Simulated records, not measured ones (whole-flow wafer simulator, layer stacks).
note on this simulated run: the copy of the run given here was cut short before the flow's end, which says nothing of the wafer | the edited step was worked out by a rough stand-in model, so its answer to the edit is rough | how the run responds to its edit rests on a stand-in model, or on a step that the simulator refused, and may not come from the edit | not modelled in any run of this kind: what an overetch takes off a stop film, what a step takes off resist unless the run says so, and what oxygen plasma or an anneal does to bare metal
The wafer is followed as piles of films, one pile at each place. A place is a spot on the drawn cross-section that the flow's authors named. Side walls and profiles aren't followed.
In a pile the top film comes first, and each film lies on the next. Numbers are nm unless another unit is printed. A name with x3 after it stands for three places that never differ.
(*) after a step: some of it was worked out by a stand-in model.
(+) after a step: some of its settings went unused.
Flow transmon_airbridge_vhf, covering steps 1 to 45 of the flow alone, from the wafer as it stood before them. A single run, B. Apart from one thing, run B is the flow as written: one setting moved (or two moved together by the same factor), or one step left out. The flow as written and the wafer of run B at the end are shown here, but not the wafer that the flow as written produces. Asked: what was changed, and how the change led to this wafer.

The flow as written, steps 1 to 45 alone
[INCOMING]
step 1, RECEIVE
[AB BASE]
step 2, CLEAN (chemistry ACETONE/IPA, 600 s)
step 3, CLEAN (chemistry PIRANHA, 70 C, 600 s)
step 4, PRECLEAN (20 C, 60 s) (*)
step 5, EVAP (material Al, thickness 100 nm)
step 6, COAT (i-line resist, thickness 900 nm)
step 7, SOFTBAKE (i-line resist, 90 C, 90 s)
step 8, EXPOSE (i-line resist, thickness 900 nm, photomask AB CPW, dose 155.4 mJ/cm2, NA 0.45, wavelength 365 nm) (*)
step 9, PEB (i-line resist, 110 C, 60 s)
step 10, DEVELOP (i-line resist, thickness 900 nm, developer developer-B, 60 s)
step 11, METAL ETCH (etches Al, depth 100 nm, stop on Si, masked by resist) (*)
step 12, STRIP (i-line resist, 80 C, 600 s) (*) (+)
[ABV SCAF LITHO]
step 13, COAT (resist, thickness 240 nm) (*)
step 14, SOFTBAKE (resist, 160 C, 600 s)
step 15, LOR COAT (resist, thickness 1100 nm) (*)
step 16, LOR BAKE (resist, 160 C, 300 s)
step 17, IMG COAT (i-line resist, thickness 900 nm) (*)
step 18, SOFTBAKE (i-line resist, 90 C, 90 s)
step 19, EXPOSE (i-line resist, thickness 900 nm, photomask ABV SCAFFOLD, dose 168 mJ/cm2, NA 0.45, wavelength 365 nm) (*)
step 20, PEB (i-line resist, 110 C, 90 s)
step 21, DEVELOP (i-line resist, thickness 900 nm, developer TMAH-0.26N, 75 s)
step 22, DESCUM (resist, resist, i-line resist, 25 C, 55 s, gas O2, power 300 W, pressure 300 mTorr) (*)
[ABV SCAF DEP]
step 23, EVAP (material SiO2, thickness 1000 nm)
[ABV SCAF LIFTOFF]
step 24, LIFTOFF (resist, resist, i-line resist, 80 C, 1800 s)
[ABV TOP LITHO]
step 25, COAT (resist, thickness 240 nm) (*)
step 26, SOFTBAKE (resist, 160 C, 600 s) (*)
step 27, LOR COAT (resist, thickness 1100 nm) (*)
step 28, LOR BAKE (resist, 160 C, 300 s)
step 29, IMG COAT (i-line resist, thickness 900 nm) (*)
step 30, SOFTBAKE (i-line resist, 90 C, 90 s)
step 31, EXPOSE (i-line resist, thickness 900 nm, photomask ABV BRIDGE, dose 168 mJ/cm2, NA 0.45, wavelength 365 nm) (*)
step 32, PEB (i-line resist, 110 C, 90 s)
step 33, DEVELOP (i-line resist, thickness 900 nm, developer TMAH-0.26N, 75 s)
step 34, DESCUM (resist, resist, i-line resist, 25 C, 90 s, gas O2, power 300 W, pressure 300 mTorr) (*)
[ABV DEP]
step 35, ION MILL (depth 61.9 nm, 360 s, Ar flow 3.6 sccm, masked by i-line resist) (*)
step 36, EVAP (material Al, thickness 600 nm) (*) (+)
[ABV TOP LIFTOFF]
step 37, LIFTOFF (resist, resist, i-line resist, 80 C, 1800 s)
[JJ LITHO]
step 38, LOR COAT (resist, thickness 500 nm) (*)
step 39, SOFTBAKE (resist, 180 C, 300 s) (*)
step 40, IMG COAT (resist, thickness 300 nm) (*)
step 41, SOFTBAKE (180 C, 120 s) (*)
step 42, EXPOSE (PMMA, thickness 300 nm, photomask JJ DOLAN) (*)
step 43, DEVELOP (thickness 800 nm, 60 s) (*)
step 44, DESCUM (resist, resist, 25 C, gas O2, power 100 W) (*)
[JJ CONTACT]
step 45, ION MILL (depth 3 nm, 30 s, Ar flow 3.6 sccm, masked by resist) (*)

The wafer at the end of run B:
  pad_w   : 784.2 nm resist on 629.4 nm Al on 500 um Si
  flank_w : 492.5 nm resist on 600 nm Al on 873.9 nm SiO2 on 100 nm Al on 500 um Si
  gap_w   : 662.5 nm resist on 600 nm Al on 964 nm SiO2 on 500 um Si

The reason: step 17, IMG COAT: thickness 1440 nm was run, though the flow has thickness 900 nm.

Step by step, how the change led to this:
  step 17, IMG COAT (i-line resist, thickness 900 nm) (*)
      field x3, jj_line, trace_open_s x2, margin_s, bridge_strip, margin_n: +1440 i-line resist (new film) (as written it would have been: +900 i-line resist (new film))
      pad_w, pad_e: +1434.9 i-line resist (new film) (as written it would have been: +894.9 i-line resist (new film))
      (and at 6 other places as well)
  step 20, PEB (i-line resist, 110 C, 90 s)
      field x3, jj_line, trace_open_s x2, margin_s, bridge_strip, margin_n: -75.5 i-line resist (as written it would have been: -46.3 i-line resist)
      ground_far, pad_w, pad_e: -75.2 i-line resist (as written it would have been: -46 i-line resist)
      (and at 5 other places as well)
  step 21, DEVELOP (i-line resist, thickness 900 nm, developer TMAH-0.26N, 75 s)
      margin_s, bridge_strip, margin_n: -1364.5 i-line resist (all of it), -1100 resist (as written it would have been: -853.7 i-line resist (all of it), -1100 resist)
      flank_w, flank_e: -1372.8 i-line resist (all of it), -1086.4 resist (as written it would have been: -860.9 i-line resist (all of it), -1086.4 resist)
      (and at 3 other places as well)
  step 23, EVAP (material SiO2, thickness 1000 nm)
      flank_w, flank_e: +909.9 SiO2 (new film) (as written it would have been: +929.3 SiO2 (new film))
  step 24, LIFTOFF (resist, resist, i-line resist, 80 C, 1800 s)
      field x3, jj_line, trace_open_s x2: -1000 SiO2 (all of it), -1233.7 i-line resist (all of it), -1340 resist (all of it) (as written it would have been: -1000 SiO2 (all of it), -722.9 i-line resist (all of it), -1340 resist (all of it))
      pad_w, pad_e: -1000 SiO2 (all of it), -1228.6 i-line resist (all of it), -1330.2 resist (all of it) (as written it would have been: -1000 SiO2 (all of it), -718 i-line resist (all of it), -1330.2 resist (all of it))
      (and at 1 other place as well)
  step 25, COAT (resist, thickness 240 nm) (*)
      flank_w, flank_e: +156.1 resist (new film) (as written it would have been: +152.6 resist (new film))
  step 34, DESCUM (resist, resist, i-line resist, 25 C, 90 s, gas O2, power 300 W, pressure 300 mTorr) (*)
      flank_w, flank_e: -156.1 resist (all of it) (as written it would have been: -152.6 resist (all of it))
